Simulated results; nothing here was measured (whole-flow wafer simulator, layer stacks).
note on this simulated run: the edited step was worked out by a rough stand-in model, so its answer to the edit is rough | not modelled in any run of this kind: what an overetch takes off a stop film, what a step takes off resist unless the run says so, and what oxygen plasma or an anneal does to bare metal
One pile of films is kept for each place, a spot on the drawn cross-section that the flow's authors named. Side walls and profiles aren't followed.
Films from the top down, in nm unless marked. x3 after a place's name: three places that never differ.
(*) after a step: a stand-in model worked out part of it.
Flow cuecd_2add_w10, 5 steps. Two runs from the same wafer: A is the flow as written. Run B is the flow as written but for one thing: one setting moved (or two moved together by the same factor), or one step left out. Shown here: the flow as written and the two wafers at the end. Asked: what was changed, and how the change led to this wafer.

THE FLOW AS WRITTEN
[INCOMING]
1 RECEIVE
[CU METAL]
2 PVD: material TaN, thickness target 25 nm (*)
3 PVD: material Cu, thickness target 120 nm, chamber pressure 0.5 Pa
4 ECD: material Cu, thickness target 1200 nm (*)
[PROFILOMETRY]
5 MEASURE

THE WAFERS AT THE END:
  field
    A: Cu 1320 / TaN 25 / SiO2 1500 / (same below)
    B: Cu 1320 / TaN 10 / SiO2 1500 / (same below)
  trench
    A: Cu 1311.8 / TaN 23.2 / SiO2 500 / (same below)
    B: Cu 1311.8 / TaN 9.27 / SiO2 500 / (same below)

The cause: step 2, PVD: thickness target 10 nm was run, where the flow has thickness target 25 nm.
It can be read off the wafer: field has TaN 10, and step 2 as written asks for 25 nm.

How the change led to this, step by step:
  2 PVD: material TaN, thickness target 25 nm (*)
      field: A TaN +25 (new film) | B TaN +10 (new film)
      trench: A TaN +23.2 (new film) | B TaN +9.27 (new film)
